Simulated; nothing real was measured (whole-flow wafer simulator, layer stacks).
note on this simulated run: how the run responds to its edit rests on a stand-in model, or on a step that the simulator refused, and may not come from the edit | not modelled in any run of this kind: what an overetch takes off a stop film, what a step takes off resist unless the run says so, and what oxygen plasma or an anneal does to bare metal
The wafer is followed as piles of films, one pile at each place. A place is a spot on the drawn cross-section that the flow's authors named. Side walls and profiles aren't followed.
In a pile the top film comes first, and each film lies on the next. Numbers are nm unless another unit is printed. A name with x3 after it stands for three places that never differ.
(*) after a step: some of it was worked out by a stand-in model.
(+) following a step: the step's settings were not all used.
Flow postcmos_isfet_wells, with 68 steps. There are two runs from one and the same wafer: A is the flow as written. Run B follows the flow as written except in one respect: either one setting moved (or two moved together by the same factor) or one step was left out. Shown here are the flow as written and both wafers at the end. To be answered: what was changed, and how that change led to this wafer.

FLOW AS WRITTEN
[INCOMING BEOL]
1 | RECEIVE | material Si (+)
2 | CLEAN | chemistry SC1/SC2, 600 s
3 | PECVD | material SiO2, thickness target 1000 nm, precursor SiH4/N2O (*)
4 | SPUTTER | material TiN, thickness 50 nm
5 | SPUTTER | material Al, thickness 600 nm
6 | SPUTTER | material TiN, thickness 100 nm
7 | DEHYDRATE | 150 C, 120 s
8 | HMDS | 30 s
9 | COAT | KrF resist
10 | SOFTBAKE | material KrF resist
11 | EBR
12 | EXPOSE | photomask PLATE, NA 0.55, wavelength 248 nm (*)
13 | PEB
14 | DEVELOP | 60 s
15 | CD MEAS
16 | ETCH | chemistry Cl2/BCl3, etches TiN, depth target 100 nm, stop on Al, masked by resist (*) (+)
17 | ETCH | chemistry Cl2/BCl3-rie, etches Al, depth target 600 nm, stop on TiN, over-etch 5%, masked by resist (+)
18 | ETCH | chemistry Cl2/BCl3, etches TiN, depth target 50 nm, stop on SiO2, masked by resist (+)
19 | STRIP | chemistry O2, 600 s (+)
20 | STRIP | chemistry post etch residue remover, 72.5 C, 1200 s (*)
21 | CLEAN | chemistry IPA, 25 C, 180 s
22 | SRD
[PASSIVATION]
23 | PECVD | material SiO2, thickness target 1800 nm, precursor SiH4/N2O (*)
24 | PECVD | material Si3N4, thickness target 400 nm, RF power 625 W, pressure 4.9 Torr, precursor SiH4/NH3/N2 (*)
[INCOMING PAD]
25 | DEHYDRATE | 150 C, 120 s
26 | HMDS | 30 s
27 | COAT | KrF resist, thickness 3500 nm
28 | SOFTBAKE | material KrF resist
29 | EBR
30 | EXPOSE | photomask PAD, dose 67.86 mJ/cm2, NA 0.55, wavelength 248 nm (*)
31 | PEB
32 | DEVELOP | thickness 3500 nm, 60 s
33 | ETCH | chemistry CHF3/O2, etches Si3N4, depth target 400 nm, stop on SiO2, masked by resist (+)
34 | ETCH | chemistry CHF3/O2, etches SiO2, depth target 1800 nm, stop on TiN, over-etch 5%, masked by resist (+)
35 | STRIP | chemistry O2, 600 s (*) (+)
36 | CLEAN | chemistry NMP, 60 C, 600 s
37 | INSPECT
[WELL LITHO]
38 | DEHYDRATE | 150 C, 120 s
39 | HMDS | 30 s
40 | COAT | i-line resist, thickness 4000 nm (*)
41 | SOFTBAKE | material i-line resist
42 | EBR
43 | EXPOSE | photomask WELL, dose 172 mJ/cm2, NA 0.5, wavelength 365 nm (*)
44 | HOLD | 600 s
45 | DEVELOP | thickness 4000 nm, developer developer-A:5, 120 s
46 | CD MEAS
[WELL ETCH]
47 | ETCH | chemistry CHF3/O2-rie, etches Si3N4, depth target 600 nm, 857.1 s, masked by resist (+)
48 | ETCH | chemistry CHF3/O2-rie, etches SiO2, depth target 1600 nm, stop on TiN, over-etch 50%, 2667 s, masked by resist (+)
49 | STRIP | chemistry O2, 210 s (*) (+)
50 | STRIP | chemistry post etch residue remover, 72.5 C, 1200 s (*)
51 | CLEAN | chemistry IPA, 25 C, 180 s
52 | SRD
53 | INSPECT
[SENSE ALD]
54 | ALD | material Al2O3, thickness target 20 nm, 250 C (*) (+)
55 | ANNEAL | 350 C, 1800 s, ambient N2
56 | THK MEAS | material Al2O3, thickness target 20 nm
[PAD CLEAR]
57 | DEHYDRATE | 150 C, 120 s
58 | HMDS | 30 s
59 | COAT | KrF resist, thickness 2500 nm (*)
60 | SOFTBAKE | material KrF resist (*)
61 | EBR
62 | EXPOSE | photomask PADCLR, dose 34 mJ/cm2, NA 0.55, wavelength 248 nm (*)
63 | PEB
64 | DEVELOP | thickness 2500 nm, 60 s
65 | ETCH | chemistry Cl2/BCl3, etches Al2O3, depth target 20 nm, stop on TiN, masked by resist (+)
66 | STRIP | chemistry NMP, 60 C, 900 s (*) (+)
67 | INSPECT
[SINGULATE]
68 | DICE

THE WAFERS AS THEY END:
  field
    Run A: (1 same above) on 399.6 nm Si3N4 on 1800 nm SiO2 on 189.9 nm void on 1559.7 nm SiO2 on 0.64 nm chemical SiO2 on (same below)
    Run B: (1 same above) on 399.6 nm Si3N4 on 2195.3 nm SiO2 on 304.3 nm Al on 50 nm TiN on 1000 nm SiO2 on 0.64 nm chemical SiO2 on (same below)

What caused this: step 17, ETCH: depth target 240 nm was run, while the flow as written has depth target 600 nm.

Step by step, how the change led to this:
  17 | ETCH | chemistry Cl2/BCl3-rie, etches Al, depth target 600 nm, stop on TiN, over-etch 5%, masked by resist (+)
      field: A -600 Al (all of it) | B -240 Al
      margin, well900, well1300, well2000, well3000, pad_rim, pad_clr, pad_open: A -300 KrF resist | B -120 KrF resist
  18 | ETCH | chemistry Cl2/BCl3, etches TiN, depth target 50 nm, stop on SiO2, masked by resist (+)
      field: A -50 TiN (all of it) | B -50 Al
  19 | STRIP | chemistry O2, 600 s (+)
      margin, well900, well1300, well2000, well3000, pad_rim, pad_clr, pad_open: A -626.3 KrF resist (all of it) | B -806.3 KrF resist (all of it)
  20 | STRIP | chemistry post etch residue remover, 72.5 C, 1200 s (*)
      field: A nothing | B -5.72 Al
  23 | PECVD | material SiO2, thickness target 1800 nm, precursor SiH4/N2O (*)
      field: A +1800 SiO2 (new film), +189.9 void (new film), +559.7 SiO2 | B +2195.3 SiO2 (new film)
Taking metal films that touch as one body, field has 1 body; the flow as written gives 0 bodies.
